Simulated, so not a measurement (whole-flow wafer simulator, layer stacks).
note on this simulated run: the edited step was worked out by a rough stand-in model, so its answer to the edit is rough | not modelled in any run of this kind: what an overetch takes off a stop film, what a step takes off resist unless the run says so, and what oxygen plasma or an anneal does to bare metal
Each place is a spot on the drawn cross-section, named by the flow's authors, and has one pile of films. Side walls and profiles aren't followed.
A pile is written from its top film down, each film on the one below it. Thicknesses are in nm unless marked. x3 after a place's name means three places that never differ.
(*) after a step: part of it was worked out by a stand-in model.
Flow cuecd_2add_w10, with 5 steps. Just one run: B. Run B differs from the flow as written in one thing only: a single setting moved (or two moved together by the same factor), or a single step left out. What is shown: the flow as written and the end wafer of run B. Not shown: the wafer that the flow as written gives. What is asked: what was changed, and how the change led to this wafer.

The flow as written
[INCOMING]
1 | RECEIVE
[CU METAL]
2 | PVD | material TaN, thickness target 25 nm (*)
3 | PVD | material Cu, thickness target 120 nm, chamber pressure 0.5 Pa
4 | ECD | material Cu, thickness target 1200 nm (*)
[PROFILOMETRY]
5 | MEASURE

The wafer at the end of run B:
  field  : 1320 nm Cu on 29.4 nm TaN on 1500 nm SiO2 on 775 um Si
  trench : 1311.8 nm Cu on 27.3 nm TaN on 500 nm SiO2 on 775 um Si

What caused this: step 2, PVD: thickness target 29.4 nm was run, while the flow as written has thickness target 25 nm.
The wafer itself shows it: field has TaN 29.4, and step 2 as written asks for 25 nm.

Step by step, how the change led to this:
  2 | PVD | material TaN, thickness target 25 nm (*)
      field: TaN gains 29.4 (new film) (in the flow as written it would be: TaN gains 25 (new film))
      trench: TaN gains 27.3 (new film) (in the flow as written it would be: TaN gains 23.2 (new film))
